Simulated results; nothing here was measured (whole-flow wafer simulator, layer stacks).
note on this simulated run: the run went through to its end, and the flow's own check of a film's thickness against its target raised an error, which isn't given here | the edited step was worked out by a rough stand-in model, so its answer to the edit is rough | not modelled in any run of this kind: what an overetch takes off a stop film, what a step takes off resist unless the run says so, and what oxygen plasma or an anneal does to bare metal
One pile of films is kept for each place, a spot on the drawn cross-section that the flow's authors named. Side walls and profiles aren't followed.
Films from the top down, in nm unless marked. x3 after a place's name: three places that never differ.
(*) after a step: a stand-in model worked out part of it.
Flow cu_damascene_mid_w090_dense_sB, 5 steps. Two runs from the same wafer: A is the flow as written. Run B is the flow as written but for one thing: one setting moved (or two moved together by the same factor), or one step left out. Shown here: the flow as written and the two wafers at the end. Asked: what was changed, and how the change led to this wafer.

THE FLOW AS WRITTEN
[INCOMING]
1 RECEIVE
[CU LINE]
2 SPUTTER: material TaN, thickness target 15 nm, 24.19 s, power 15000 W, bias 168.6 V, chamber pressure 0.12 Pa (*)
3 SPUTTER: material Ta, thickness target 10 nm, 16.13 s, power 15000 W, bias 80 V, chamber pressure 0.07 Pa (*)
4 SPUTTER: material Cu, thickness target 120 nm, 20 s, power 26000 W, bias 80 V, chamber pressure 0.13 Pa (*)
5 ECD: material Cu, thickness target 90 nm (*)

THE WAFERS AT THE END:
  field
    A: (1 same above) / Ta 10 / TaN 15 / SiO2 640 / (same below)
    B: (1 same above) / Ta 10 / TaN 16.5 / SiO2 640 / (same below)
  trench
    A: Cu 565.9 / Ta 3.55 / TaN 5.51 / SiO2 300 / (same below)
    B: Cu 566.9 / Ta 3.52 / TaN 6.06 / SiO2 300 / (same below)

The cause: step 2, SPUTTER: thickness target 16.5 nm was run, where the flow has thickness target 15 nm; step 2, SPUTTER: 26.61 s was run, where the flow has 24.19 s.
It can be read off the wafer: field has TaN 16.5, and step 2 as written asks for 15 nm.

How the change led to this, step by step:
  2 SPUTTER: material TaN, thickness target 15 nm, 24.19 s, power 15000 W, bias 168.6 V, chamber pressure 0.12 Pa (*)
      field: A TaN +15 (new film) | B TaN +16.5 (new film)
      trench: A TaN +5.51 (new film) | B TaN +6.06 (new film)
